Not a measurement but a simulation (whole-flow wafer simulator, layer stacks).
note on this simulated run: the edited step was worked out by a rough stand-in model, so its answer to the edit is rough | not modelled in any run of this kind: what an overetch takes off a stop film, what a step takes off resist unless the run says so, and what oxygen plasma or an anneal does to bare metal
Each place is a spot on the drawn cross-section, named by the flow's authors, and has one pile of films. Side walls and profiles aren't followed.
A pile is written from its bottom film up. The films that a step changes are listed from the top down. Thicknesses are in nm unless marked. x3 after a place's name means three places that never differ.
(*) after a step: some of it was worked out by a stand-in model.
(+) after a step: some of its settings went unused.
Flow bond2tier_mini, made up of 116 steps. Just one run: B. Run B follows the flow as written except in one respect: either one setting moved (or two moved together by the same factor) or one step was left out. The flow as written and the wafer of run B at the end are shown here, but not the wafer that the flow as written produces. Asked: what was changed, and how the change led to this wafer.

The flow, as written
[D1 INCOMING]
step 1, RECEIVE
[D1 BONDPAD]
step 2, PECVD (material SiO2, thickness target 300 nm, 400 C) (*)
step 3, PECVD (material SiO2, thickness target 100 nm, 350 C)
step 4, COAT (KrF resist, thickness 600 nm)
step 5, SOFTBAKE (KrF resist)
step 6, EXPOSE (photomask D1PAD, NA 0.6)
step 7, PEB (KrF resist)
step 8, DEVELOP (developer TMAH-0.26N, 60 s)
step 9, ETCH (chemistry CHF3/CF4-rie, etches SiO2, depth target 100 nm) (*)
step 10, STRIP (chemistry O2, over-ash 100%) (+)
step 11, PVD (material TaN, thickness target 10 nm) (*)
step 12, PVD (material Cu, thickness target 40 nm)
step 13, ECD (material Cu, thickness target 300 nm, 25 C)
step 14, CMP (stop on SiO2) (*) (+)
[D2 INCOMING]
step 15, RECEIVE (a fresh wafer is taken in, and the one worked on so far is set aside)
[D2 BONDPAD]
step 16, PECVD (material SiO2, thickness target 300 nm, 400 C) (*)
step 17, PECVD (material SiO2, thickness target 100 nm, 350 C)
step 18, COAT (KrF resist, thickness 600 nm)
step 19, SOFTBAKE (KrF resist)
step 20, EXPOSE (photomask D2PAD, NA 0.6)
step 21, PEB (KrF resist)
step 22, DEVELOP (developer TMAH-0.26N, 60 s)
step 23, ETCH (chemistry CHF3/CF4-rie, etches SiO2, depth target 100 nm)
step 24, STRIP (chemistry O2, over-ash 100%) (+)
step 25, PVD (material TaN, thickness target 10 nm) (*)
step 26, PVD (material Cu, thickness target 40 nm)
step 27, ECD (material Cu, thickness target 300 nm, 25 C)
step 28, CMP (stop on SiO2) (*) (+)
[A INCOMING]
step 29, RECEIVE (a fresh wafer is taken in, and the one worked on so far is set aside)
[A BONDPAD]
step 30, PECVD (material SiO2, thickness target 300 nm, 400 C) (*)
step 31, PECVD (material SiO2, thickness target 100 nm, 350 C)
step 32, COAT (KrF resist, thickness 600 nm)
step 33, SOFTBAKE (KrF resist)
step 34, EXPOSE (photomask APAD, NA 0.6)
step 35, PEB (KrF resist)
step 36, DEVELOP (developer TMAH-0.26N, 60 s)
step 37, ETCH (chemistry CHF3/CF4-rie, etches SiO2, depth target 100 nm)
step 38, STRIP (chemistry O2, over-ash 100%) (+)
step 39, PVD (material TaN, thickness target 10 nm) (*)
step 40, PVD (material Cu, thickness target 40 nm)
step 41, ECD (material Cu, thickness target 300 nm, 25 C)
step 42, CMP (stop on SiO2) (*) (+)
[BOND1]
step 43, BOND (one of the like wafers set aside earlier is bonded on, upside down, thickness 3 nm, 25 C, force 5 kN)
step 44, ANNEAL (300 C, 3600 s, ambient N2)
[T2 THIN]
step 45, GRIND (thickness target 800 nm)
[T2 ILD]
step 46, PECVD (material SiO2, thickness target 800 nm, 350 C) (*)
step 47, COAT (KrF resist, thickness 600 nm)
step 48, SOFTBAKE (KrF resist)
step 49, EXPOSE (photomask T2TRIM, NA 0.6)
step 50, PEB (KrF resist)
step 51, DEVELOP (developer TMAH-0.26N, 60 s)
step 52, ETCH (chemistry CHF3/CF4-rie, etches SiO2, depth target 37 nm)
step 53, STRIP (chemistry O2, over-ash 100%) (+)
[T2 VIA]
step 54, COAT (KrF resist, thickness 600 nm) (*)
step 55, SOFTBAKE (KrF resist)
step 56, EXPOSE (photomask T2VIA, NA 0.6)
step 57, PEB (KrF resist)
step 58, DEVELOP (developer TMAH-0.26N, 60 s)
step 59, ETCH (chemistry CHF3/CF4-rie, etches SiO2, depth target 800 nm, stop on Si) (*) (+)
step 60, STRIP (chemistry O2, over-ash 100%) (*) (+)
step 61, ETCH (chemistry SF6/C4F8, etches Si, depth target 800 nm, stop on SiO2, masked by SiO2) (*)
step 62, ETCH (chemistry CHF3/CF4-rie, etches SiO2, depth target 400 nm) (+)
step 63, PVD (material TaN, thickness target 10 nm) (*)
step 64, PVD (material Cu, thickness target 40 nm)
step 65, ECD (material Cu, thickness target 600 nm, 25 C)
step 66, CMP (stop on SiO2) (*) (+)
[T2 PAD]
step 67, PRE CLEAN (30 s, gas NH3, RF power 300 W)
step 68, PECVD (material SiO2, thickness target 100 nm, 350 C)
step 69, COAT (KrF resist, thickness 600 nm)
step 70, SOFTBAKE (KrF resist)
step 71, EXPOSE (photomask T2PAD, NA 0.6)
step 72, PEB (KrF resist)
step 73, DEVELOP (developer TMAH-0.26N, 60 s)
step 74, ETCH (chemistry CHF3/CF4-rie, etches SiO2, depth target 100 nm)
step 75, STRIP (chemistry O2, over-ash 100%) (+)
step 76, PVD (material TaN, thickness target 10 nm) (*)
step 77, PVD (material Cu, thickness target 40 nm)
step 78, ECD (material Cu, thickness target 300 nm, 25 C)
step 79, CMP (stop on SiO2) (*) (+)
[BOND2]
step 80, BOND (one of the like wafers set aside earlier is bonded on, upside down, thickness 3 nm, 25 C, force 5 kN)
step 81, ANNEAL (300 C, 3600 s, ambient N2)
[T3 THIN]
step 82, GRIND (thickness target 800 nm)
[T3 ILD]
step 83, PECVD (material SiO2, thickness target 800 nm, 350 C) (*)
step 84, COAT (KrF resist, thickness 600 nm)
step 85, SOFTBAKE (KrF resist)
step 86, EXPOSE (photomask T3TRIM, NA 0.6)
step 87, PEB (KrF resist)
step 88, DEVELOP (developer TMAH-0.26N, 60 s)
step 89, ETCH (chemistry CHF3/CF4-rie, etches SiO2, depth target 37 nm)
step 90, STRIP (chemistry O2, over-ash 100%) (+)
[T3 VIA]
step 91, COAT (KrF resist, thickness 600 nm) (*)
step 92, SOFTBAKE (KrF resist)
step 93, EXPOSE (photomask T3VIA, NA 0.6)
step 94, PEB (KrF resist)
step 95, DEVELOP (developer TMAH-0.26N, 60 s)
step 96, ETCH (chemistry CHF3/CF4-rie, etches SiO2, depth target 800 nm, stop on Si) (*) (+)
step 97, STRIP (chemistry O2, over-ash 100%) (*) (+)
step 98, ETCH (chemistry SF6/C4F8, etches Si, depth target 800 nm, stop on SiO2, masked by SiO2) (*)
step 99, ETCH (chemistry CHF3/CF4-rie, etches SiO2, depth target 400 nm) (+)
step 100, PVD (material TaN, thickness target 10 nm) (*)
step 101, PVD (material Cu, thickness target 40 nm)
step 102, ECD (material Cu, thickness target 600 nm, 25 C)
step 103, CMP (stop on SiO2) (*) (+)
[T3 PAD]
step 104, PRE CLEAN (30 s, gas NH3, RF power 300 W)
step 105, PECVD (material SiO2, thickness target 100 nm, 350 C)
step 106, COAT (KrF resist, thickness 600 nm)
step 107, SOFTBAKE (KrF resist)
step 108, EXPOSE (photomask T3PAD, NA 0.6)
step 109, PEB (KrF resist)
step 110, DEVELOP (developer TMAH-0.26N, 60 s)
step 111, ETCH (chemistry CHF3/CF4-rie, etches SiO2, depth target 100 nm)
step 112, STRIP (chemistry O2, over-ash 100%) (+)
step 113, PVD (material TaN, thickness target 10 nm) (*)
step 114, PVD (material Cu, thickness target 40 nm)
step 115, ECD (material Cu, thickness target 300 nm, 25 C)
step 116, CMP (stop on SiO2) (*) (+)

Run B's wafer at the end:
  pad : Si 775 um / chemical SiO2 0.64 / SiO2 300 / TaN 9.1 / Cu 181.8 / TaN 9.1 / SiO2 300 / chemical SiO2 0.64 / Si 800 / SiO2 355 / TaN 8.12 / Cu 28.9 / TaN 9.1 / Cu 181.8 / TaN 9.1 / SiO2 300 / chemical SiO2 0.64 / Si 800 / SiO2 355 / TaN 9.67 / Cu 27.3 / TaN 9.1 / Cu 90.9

Cause: step 63, PVD: thickness target 8.4 nm was run, though the flow has thickness target 10 nm.

The path from the change to this, step by step:
  step 63, PVD (material TaN, thickness target 10 nm) (*)
      field: +8.4 TaN (new film) (as written it would have been: +10 TaN (new film))
      pad: +8.12 TaN (new film) (as written it would have been: +9.67 TaN (new film))
  step 66, CMP (stop on SiO2) (*) (+)
      field: -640 Cu (all of it), -8.4 TaN (all of it) (as written it would have been: -640 Cu (all of it), -10 TaN (all of it))
